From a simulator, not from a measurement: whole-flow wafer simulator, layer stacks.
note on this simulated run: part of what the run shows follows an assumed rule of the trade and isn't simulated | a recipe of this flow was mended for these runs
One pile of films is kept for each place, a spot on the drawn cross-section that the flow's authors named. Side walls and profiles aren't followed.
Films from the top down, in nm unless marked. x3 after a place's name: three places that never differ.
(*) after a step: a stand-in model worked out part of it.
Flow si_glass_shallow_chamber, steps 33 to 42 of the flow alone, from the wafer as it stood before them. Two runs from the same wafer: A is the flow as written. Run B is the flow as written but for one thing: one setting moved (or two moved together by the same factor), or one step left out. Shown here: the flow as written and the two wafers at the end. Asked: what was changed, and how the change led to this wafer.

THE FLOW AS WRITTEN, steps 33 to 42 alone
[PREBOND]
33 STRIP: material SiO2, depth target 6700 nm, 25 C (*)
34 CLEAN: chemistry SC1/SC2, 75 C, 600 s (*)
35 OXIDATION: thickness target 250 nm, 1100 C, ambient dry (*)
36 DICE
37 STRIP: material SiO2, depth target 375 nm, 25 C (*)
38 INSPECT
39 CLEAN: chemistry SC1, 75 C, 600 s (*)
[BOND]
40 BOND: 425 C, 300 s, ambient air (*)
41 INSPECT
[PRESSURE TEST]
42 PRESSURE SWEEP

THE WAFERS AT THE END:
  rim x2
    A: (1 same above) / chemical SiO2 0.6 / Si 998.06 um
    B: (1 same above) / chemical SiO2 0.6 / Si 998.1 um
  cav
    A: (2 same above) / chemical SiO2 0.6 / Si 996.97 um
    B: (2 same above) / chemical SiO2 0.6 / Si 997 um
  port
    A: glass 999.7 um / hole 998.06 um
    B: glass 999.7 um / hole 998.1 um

The cause: step 35, OXIDATION: thickness target 175 nm was run, where the flow has thickness target 250 nm.

How the change led to this, step by step:
  35 OXIDATION: thickness target 250 nm, 1100 C, ambient dry (*)
      rim x2, cav, septum, ring: A SiO2 +250 (new film), chemical SiO2 -0.6 (all of it), Si -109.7 | B SiO2 +175 (new film), chemical SiO2 -0.6 (all of it), Si -76.7
  37 STRIP: material SiO2, depth target 375 nm, 25 C (*)
      rim x2, cav, septum, ring: A SiO2 -250 (all of it) | B SiO2 -175 (all of it)
  40 BOND: 425 C, 300 s, ambient air (*)
      port: A glass +999.7 um (new film), hole +1017.3 | B glass +999.7 um (new film), hole +1050.3
